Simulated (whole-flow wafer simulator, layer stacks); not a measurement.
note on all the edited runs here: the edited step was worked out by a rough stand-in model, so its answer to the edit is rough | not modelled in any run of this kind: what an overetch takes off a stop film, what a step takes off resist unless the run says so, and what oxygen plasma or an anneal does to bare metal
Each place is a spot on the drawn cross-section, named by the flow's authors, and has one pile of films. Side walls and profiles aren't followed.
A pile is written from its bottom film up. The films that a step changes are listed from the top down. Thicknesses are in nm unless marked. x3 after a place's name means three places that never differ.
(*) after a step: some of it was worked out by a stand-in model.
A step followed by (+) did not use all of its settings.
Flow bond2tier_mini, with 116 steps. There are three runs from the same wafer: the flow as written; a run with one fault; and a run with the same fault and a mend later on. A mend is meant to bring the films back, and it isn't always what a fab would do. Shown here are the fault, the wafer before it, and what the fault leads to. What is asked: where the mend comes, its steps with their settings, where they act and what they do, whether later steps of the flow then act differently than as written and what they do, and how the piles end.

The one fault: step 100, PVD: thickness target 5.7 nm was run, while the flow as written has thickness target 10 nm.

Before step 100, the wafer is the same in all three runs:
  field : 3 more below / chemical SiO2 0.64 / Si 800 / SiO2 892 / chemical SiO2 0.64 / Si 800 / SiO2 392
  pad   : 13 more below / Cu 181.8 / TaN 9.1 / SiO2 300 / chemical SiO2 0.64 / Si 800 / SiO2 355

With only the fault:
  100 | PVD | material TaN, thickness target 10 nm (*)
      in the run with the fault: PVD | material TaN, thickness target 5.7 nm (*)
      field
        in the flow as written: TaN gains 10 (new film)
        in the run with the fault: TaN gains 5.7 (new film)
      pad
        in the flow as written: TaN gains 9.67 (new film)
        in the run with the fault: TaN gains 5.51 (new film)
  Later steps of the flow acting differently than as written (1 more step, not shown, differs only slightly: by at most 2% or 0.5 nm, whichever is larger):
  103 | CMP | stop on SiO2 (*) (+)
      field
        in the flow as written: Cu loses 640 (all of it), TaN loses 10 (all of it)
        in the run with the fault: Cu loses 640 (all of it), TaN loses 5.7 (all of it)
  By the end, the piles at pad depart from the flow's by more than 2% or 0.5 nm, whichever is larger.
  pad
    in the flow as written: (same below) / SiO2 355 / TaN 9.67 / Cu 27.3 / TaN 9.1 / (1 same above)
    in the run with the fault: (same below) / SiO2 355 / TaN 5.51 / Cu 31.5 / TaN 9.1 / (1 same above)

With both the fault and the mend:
  The mend stands after step 100.
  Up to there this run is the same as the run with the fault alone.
  100a | PVD | material TaN, thickness target 4.3 nm (*) (the flow's step 100 again, with other settings)
      field
        TaN gains 4.3
      pad
        TaN gains 4.15
  Later steps of the flow that are run all act as written at every place that is followed.
  The piles end only slightly different from the flow's at the places that both follow, by no more than 2% or 0.5 nm, whichever is larger.
